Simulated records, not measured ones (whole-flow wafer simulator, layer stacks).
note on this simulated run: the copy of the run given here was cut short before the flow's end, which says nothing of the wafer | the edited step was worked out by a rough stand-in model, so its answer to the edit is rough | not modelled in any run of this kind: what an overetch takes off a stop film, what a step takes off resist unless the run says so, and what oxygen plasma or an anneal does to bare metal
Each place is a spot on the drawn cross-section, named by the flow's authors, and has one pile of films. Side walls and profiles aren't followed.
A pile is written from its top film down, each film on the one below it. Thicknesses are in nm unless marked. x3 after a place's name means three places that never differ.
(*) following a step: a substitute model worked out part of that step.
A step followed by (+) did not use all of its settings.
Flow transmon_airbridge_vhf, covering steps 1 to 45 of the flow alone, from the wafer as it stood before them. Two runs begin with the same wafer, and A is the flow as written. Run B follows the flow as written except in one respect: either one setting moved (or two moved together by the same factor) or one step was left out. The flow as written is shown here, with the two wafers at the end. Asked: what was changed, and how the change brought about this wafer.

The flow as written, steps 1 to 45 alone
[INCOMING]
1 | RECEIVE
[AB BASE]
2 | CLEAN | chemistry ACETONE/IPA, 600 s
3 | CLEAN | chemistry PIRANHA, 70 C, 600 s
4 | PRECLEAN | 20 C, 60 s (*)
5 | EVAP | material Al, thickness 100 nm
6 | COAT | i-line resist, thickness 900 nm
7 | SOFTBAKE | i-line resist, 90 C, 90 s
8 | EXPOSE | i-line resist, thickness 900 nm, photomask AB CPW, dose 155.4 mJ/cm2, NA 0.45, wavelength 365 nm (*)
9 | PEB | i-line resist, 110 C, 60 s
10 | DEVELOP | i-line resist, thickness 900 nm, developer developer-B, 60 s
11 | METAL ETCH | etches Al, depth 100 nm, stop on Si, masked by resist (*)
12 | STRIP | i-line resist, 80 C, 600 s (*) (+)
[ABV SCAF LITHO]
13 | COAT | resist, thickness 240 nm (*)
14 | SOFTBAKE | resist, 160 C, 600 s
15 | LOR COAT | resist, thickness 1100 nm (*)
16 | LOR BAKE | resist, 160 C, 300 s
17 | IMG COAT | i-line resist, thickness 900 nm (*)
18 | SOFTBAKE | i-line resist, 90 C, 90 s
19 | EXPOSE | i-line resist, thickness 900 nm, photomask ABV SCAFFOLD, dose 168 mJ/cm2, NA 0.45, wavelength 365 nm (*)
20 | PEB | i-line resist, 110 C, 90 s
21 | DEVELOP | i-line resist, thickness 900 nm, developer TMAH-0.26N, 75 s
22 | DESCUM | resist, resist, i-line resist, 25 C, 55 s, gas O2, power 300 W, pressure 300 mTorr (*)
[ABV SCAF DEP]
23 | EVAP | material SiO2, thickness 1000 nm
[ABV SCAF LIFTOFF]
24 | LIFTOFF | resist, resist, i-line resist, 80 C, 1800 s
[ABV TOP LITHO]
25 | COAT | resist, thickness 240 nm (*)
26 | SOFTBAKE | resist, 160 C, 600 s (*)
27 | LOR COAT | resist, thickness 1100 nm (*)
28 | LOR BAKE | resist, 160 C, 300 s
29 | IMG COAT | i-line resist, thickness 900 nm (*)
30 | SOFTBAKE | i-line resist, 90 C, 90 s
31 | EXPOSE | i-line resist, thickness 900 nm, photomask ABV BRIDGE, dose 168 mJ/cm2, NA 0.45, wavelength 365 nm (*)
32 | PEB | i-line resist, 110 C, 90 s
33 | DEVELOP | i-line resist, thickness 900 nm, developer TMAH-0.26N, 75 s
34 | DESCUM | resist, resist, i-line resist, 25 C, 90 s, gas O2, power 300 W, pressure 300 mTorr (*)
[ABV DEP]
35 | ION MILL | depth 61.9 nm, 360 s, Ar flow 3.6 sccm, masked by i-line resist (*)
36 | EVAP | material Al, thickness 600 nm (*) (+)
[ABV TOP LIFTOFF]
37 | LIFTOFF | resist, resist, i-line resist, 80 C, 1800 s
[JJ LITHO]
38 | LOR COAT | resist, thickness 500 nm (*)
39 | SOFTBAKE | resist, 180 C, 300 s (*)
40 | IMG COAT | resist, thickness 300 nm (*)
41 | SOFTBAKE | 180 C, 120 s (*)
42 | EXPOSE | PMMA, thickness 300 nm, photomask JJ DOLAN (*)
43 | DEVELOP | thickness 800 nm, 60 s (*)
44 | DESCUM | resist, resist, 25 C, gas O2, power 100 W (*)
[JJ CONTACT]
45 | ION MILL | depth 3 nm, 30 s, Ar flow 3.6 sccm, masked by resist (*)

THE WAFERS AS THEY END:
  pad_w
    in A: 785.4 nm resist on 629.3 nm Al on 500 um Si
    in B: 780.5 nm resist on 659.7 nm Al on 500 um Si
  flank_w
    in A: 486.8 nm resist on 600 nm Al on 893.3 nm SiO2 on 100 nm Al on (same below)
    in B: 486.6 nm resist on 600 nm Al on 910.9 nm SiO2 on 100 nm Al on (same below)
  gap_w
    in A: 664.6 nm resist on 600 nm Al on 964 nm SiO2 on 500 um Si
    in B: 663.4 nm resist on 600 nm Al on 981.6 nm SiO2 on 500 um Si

What caused this: step 35, ION MILL: depth 31.6 nm was run, while the flow as written has depth 61.9 nm; step 35, ION MILL: 184 s was run, where the flow has 360 s.

The path from the change to this, step by step:
  35 | ION MILL | depth 61.9 nm, 360 s, Ar flow 3.6 sccm, masked by i-line resist (*)
      field x3, jj_line, ground_far, trace_open_s x2, margin_s, margin_n: A i-line resist loses 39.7 | B i-line resist loses 20.3
      flank_w, gap_w, cpw_trace, gap_e, flank_e, bridge_strip: A SiO2 loses 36 | B SiO2 loses 18.4
      (also at 2 further places)
  37 | LIFTOFF | resist, resist, i-line resist, 80 C, 1800 s
      field x3, jj_line, trace_open_s x2: A Al loses 600 (all of it), i-line resist loses 600 (all of it), resist loses 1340 (all of it) | B Al loses 600 (all of it), i-line resist loses 619.4 (all of it), resist loses 1340 (all of it)
      margin_s, margin_n: A Al loses 600 (all of it), i-line resist loses 318.3 (all of it), resist loses 992 (all of it) | B Al loses 600 (all of it), i-line resist loses 337.7 (all of it), resist loses 992 (all of it)
      (also at 1 further place)
